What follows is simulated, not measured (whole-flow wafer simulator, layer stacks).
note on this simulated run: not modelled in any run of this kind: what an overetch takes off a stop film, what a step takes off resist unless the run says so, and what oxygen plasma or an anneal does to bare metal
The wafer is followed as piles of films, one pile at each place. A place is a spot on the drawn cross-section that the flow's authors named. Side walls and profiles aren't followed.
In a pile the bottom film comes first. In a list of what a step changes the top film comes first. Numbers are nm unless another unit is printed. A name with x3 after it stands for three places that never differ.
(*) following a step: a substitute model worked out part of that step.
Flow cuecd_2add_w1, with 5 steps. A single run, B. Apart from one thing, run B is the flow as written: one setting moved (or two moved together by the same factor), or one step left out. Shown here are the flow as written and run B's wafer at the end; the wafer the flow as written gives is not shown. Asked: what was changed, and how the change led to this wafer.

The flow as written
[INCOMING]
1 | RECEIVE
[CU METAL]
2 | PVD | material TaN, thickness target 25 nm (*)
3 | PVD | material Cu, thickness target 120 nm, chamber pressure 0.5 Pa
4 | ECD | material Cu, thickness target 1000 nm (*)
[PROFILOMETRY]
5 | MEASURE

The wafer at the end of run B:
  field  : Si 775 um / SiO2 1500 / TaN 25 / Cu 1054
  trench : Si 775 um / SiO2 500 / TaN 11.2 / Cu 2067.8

Cause: step 3, PVD: thickness target 54 nm was run, though the flow has thickness target 120 nm.

The path from the change to this, step by step:
  3 | PVD | material Cu, thickness target 120 nm, chamber pressure 0.5 Pa
      field: Cu gains 54 (new film) (as written it would have been: Cu gains 120 (new film))
      trench: Cu gains 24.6 (new film) (as written it would have been: Cu gains 53.6 (new film))
